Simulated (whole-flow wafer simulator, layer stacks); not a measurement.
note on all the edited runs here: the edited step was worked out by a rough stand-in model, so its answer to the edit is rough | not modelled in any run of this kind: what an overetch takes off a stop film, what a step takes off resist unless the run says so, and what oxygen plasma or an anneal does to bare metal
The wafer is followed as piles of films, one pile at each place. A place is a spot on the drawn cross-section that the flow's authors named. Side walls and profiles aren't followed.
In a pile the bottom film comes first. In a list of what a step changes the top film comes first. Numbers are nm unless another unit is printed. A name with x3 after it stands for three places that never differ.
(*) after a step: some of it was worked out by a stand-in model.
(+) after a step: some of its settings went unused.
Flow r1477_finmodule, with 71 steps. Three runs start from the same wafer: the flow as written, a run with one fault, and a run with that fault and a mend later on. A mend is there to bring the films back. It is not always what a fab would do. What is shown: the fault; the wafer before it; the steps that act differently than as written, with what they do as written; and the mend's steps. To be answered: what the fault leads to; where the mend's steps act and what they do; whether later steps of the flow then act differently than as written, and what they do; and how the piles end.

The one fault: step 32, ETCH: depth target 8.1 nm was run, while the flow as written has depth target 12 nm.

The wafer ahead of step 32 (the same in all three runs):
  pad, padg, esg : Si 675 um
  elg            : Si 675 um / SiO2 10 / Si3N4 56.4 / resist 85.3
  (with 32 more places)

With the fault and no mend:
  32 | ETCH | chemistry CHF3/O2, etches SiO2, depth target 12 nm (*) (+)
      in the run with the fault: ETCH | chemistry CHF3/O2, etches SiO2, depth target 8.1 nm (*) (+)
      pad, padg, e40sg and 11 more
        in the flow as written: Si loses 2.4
        in the run with the fault: Si loses 1.62
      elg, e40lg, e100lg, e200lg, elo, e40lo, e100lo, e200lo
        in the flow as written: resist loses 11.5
        in the run with the fault: resist loses 7.76
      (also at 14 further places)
  Steps further on in the flow that do not act as written (not shown: 4 more steps that differ only slightly, by at most 2% or 0.5 nm, whichever is larger):
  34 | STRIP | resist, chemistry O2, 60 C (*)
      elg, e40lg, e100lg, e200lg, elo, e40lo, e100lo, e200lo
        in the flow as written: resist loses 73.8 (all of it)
        in the run with the fault: resist loses 77.5 (all of it)
  The piles end only slightly different from the flow's at the places that both follow, by no more than 2% or 0.5 nm, whichever is larger.

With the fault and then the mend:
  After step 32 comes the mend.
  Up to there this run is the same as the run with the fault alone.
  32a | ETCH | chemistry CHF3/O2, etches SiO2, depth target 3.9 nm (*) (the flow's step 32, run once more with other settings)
      pad, padg, e40sg and 11 more
        Si loses 0.78
      elg, e40lg, e100lg, e200lg, elo, e40lo, e100lo, e200lo
        resist loses 3.74
      s40sg_line, s45sg_line, s50sg_line, s40so_line, s45so_line, s50so_line
        SiO2 loses 3.9
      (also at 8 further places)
  Later steps of the flow that are run all act as written at every place that is followed, up to a difference of at most 2% or 0.5 nm, whichever is larger.
  The piles end only slightly different from the flow's at the places that both follow, by no more than 2% or 0.5 nm, whichever is larger.
